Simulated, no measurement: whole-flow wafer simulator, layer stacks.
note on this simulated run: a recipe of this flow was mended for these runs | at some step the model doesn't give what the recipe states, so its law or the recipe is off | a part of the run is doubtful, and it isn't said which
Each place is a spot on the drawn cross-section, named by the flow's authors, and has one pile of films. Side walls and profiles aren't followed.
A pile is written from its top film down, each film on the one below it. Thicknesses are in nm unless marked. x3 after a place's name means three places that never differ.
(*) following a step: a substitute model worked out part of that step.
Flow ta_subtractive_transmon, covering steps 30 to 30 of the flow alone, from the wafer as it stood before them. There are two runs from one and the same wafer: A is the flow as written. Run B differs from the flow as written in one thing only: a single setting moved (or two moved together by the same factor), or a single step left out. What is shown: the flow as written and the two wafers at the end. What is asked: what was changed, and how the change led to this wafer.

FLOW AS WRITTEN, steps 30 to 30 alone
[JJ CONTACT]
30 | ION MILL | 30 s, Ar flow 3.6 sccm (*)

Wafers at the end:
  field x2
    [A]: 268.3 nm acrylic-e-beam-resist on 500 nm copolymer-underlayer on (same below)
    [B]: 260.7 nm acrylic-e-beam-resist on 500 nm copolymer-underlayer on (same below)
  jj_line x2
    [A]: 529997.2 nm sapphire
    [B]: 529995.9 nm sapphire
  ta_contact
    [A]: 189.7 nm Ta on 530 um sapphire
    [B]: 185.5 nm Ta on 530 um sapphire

Cause: step 30, ION MILL: 43.5 s was run, whereas the flow has 30 s.

Step by step, how the change led to this:
  30 | ION MILL | 30 s, Ar flow 3.6 sccm (*)
      field x2, ta_pad: A -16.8 acrylic-e-beam-resist | B -24.3 acrylic-e-beam-resist
      jj_line x2: A -2.8 sapphire | B -4.06 sapphire
      (also at 1 further place)
